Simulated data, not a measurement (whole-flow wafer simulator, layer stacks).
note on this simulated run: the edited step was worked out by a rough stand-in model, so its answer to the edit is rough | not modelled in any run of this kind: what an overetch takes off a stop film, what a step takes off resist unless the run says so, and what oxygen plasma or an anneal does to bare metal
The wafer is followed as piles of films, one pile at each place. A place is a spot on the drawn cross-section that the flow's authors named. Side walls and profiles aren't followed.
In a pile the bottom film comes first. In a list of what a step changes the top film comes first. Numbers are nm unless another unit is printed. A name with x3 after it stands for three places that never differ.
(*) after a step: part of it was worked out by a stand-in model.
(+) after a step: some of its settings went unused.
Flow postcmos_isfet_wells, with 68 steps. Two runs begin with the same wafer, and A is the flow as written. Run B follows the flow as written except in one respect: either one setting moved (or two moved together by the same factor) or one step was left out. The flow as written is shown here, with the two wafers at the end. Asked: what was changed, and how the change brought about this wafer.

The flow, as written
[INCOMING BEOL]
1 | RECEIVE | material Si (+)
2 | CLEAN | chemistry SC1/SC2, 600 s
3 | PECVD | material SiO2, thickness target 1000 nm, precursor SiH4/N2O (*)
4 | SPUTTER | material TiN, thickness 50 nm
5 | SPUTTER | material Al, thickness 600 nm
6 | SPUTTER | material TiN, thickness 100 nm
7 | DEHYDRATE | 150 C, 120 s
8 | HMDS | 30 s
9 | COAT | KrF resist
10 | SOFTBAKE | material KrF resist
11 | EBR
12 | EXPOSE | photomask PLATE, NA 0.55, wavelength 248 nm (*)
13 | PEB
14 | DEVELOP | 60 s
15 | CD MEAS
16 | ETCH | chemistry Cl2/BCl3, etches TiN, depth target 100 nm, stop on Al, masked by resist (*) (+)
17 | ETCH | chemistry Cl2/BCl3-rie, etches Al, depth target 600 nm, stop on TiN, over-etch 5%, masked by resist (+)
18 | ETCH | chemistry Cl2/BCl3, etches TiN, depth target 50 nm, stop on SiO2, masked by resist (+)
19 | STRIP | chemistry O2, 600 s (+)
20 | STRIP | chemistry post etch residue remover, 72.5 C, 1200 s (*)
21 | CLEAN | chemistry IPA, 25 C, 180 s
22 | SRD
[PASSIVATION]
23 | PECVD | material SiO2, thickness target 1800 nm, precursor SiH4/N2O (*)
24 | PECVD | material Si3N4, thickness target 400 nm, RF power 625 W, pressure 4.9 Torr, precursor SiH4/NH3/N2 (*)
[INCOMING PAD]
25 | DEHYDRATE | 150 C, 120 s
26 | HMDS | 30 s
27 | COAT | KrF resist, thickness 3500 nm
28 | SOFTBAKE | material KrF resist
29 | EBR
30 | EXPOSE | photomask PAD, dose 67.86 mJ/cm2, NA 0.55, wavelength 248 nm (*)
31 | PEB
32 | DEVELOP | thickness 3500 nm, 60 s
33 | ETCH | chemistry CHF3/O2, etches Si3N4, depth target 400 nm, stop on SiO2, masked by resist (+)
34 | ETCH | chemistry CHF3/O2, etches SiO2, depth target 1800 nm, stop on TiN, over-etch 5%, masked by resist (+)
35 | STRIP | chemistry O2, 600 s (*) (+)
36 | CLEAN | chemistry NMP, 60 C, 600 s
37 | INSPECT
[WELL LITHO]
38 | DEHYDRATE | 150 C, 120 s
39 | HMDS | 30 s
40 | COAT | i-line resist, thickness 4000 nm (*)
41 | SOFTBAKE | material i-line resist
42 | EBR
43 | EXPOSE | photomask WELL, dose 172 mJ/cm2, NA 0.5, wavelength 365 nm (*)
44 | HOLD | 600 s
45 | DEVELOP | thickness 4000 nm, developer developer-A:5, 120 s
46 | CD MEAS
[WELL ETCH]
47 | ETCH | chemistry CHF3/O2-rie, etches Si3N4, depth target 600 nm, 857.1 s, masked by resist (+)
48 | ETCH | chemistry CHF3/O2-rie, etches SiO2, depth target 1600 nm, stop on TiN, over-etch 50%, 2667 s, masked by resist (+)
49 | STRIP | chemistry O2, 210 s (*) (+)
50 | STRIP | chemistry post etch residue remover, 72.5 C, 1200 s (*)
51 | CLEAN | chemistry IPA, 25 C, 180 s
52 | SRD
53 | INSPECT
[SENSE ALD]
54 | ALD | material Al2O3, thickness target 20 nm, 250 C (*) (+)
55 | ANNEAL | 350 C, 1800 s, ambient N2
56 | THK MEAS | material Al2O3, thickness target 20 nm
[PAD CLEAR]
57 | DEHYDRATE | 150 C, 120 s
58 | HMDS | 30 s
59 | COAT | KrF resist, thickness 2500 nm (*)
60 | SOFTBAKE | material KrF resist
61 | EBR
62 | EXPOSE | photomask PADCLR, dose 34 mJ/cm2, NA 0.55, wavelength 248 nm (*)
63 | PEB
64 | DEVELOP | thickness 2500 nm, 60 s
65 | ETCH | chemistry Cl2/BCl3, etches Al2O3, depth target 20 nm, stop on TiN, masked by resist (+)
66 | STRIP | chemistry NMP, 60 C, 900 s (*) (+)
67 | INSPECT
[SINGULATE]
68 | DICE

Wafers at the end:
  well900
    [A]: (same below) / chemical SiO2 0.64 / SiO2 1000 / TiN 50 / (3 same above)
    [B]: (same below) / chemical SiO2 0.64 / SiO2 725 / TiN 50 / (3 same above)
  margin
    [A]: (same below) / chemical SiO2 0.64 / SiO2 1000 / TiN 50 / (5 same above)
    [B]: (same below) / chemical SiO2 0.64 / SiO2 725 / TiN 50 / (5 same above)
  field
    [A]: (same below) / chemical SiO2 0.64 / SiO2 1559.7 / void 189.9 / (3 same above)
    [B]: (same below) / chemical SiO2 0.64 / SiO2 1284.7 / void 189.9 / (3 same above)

What caused this: step 3, PECVD: thickness target 725 nm was run, whereas the flow has thickness target 1000 nm.
One can read it off the wafer: well900 has SiO2 725, and step 3 as written asks for 1000 nm.

The path from the change to this, step by step:
  3 | PECVD | material SiO2, thickness target 1000 nm, precursor SiH4/N2O (*)
      field, margin, well900, well1300 x3, pad_rim, pad_clr, pad_open: A +1000 SiO2 (new film) | B +725 SiO2 (new film)
